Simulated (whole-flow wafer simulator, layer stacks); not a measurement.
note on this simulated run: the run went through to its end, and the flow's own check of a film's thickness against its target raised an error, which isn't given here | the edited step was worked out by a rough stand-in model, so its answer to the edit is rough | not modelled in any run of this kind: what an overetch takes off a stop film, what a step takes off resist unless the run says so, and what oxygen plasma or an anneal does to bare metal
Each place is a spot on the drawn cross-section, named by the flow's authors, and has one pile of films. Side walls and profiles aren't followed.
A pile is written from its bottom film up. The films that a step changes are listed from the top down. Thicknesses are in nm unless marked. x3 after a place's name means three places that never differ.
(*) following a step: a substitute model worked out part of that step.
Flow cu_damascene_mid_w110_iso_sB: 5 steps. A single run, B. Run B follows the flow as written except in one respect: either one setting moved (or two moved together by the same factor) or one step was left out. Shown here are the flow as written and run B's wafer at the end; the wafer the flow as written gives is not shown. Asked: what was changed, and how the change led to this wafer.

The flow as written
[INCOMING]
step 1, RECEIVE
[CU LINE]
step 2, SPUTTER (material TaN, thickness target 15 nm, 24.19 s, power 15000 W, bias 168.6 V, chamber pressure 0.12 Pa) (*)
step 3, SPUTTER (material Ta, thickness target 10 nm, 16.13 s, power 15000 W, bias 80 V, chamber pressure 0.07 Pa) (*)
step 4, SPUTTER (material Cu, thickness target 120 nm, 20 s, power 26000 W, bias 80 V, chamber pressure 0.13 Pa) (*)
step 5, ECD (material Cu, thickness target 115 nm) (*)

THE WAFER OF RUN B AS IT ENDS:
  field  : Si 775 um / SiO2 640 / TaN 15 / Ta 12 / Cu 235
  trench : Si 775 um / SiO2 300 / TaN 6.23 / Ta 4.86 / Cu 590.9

Cause: step 3, SPUTTER: 19.36 s was run, while the flow as written has 16.13 s.

The path from the change to this, step by step:
  step 3, SPUTTER (material Ta, thickness target 10 nm, 16.13 s, power 15000 W, bias 80 V, chamber pressure 0.07 Pa) (*)
      field: Ta gains 12 (new film) (in the flow as written it would be: Ta gains 10 (new film))
      trench: Ta gains 4.86 (new film) (in the flow as written it would be: Ta gains 4.05 (new film))
